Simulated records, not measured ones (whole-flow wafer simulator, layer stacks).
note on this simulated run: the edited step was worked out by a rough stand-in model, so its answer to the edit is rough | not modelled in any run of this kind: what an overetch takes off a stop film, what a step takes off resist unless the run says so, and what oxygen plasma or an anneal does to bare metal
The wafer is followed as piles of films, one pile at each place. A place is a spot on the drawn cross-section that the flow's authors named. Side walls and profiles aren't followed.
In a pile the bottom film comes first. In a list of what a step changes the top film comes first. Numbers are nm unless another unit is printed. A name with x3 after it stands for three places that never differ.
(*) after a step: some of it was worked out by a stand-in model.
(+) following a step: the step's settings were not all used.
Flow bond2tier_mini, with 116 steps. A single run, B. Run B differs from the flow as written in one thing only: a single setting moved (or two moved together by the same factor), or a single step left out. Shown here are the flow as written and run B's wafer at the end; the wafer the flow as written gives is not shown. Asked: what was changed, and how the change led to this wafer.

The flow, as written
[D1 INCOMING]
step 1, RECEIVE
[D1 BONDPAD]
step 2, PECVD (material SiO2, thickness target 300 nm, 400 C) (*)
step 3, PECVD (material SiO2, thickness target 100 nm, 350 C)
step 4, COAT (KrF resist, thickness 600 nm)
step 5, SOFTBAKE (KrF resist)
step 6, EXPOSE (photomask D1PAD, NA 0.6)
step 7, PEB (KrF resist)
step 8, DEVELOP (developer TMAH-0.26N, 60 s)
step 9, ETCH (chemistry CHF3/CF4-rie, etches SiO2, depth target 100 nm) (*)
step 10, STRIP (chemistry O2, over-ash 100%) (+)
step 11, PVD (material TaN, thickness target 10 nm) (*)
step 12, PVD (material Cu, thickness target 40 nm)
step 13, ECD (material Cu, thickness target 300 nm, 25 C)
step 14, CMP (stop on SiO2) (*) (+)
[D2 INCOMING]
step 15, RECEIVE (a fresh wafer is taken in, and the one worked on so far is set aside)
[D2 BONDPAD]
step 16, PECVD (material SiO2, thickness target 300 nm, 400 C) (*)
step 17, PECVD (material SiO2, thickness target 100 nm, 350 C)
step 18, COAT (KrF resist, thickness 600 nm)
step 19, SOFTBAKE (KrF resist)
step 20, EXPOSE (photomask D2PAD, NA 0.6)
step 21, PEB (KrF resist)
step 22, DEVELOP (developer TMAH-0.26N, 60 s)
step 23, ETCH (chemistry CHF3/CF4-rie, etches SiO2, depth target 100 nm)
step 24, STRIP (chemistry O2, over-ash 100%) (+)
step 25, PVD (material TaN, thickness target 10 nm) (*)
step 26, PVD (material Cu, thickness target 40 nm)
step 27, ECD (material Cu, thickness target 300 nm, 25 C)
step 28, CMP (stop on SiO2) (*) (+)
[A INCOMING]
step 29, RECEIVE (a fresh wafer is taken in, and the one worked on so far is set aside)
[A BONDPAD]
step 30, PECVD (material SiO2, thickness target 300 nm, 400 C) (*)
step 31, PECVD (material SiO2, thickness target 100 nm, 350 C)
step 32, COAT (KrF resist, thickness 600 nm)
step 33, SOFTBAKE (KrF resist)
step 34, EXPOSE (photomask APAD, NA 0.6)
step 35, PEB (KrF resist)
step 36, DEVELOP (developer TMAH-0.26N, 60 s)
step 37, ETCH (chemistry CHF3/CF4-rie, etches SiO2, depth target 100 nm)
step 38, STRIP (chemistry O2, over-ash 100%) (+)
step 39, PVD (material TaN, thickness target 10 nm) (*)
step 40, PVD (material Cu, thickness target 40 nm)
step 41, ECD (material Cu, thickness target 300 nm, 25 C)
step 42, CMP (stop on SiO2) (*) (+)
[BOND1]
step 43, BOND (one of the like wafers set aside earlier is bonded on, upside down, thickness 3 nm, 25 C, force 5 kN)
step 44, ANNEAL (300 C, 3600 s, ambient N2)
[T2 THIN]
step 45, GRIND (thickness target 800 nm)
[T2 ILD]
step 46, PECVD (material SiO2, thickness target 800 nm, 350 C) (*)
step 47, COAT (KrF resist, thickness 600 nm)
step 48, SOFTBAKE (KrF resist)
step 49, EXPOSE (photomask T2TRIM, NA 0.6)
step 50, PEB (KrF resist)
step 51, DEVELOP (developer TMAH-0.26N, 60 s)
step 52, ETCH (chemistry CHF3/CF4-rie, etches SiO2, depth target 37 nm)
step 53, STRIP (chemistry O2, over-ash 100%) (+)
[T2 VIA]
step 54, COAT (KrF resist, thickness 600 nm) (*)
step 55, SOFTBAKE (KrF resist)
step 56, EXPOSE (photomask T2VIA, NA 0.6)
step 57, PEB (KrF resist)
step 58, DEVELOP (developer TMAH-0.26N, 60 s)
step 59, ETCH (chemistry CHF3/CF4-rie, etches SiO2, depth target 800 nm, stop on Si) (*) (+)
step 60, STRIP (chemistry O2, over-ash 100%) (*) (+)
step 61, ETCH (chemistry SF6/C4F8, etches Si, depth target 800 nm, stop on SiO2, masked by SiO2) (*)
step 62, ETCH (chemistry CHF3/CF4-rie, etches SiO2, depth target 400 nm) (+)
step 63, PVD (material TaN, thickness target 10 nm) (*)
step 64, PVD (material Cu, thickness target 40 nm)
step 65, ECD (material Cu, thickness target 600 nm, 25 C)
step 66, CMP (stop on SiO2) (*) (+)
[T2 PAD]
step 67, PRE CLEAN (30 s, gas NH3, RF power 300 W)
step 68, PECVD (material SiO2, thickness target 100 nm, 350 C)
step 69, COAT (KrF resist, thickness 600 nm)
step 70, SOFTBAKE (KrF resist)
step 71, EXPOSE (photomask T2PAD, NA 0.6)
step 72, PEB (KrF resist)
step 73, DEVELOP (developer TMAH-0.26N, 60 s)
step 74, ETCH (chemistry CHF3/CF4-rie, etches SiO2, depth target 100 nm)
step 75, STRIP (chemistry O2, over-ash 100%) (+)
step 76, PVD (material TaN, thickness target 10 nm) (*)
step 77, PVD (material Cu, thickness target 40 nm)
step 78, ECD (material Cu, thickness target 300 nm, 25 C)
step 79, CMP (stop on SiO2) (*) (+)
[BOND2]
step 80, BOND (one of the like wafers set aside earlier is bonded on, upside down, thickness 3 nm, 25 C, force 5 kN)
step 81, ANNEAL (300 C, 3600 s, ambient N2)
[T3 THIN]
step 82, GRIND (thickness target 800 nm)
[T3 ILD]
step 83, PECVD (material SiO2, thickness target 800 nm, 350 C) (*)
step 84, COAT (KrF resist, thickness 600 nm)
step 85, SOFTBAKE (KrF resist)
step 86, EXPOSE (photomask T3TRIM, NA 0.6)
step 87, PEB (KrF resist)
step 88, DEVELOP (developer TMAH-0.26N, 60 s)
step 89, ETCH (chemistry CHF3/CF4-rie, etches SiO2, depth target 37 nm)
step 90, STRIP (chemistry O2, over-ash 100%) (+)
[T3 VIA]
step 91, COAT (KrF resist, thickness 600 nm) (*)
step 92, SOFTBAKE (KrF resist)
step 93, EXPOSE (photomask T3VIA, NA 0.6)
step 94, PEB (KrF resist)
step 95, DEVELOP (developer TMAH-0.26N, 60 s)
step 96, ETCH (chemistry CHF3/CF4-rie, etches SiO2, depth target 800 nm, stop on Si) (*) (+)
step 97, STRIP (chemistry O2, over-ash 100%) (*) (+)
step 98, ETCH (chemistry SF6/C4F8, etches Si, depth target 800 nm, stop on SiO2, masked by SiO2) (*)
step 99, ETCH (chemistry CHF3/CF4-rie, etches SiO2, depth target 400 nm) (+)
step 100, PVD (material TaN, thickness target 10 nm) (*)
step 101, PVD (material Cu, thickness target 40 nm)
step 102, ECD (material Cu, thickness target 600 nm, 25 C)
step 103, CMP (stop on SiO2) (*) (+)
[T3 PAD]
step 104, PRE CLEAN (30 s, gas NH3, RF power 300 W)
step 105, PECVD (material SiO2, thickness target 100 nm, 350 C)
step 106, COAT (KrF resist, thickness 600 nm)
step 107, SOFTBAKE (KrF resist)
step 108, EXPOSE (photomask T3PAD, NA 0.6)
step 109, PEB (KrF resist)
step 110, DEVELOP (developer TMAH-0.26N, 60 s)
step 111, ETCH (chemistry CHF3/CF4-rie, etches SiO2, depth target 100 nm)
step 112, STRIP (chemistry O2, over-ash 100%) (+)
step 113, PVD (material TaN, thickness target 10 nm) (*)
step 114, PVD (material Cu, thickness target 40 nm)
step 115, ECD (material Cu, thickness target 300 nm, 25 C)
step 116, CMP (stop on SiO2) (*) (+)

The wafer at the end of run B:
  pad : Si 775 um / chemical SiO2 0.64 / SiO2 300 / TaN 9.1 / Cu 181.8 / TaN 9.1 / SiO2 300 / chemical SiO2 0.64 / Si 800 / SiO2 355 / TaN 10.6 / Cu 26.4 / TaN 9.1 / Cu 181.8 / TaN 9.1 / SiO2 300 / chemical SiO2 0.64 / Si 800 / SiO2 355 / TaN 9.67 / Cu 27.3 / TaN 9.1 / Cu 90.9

Cause: step 63, PVD: thickness target 11 nm was run, whereas the flow has thickness target 10 nm.

How this came from the change, step by step:
  step 63, PVD (material TaN, thickness target 10 nm) (*)
      field: +11 TaN (new film) (as written it would have been: +10 TaN (new film))
      pad: +10.6 TaN (new film) (as written it would have been: +9.67 TaN (new film))
  step 66, CMP (stop on SiO2) (*) (+)
      field: -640 Cu (all of it), -11 TaN (all of it) (as written it would have been: -640 Cu (all of it), -10 TaN (all of it))
